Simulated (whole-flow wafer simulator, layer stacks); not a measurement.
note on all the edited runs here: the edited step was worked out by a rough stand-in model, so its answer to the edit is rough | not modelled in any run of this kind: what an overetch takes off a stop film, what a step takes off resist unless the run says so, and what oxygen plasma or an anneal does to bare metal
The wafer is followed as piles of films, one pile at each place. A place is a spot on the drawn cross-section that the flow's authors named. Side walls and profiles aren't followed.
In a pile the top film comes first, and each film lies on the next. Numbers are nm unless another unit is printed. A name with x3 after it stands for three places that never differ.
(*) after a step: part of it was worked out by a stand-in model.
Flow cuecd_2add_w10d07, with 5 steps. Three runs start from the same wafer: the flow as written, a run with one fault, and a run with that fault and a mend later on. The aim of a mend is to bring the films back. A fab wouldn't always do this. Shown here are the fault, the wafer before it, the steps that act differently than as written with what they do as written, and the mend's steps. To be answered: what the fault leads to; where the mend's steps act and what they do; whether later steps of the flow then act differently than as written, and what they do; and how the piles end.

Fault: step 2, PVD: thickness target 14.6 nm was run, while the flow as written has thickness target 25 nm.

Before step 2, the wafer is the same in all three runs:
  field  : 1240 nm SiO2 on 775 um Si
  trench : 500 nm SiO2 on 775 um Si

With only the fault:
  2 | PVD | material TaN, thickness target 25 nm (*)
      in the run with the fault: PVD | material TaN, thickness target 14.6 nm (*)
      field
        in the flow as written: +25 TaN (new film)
        in the run with the fault: +14.6 TaN (new film)
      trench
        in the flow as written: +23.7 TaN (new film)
        in the run with the fault: +13.8 TaN (new film)
  Every later step of the flow that is run acts as written at every place that is followed.
  By the end, the piles at field, trench depart from the flow's by more than 2% or 0.5 nm, whichever is larger.
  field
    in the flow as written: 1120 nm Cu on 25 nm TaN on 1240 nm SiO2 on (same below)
    in the run with the fault: 1120 nm Cu on 14.6 nm TaN on 1240 nm SiO2 on (same below)
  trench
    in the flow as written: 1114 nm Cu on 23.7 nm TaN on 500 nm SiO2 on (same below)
    in the run with the fault: 1114 nm Cu on 13.8 nm TaN on 500 nm SiO2 on (same below)

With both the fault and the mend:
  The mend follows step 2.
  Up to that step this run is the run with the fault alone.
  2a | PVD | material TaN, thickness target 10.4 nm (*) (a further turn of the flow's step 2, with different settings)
      field
        +10.4 TaN
      trench
        +9.84 TaN
  Every later step of the flow that is run acts as written at every place that is followed.
  At every place that both follow, the piles at the end match the flow's.
